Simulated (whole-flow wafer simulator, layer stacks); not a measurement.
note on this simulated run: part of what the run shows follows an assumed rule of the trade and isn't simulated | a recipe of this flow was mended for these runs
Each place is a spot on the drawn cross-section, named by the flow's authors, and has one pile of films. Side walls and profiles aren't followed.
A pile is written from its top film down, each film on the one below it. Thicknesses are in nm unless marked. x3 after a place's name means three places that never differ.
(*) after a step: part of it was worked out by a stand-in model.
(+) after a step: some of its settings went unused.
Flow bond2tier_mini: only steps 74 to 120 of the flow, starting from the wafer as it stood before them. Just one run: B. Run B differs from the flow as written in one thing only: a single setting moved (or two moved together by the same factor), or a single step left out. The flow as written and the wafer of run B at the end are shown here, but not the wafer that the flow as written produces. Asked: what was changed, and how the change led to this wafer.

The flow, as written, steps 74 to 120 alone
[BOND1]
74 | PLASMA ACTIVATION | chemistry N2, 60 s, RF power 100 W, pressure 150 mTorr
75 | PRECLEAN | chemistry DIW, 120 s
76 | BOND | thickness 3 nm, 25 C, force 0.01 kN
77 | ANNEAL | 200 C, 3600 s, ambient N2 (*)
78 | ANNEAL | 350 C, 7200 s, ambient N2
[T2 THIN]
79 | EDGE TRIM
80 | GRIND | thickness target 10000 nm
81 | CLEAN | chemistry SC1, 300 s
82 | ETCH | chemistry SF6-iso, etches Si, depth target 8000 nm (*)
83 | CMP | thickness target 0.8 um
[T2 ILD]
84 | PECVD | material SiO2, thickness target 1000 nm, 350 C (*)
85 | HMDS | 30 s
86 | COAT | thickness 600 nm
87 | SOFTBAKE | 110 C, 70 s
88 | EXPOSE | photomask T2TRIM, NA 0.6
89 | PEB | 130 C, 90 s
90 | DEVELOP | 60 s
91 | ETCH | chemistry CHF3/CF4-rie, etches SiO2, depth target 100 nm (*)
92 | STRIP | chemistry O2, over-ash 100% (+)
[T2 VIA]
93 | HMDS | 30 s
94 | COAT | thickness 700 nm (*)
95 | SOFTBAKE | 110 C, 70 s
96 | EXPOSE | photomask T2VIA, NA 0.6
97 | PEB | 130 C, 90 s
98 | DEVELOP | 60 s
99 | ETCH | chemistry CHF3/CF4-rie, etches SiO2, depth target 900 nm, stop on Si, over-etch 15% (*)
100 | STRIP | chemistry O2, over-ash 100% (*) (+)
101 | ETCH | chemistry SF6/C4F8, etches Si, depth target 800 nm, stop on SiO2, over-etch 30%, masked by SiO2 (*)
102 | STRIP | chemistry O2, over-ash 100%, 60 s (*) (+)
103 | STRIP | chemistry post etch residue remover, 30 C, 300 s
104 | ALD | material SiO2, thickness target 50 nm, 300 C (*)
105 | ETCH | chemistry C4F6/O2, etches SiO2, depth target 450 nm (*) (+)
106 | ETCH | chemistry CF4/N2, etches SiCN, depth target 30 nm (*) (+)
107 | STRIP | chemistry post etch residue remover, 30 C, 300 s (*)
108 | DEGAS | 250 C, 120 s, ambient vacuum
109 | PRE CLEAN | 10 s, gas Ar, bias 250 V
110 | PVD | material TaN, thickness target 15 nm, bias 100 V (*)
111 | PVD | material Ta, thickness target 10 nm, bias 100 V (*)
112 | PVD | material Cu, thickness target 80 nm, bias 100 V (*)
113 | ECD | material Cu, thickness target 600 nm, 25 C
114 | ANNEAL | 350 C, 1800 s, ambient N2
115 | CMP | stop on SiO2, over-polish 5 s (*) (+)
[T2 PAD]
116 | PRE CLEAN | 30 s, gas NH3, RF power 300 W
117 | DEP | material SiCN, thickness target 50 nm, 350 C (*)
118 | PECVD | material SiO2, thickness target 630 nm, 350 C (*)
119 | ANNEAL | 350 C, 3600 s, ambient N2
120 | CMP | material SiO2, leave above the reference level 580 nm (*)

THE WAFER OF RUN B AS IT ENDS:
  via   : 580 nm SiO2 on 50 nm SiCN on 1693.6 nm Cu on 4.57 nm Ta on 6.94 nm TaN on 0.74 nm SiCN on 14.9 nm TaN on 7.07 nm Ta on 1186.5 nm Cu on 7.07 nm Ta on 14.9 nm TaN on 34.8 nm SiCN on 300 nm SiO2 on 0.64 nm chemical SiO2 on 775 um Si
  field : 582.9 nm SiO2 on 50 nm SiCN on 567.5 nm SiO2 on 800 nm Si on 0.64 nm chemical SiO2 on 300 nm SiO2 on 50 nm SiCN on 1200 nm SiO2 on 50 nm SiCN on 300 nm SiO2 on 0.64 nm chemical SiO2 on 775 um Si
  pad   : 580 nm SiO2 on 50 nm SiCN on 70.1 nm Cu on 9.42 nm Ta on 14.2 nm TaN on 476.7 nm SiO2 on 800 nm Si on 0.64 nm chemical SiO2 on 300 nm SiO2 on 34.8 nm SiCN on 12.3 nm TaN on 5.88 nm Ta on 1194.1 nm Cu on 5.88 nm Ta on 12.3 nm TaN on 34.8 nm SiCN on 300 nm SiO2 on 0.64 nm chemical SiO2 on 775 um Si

What caused this: step 106, ETCH: depth target 15 nm was run, though the flow has depth target 30 nm.

Step by step, how the change led to this:
  106 | ETCH | chemistry CF4/N2, etches SiCN, depth target 30 nm (*) (+)
      via: -15 SiCN (as written it would have been: -17.6 SiCN (all of it), -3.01 TaN)
      field, pad: -10 SiO2 (as written it would have been: -20 SiO2)
  109 | PRE CLEAN | 10 s, gas Ar, bias 250 V
      via: -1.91 SiCN (as written it would have been: -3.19 TaN)
  110 | PVD | material TaN, thickness target 15 nm, bias 100 V (*)
      via: +6.94 TaN (new film) (as written it would have been: +6.94 TaN)
With metal films that touch counted as one body, via has 2 bodies (between them, from the top down: SiCN 0.74); the flow as written gives 1 body.
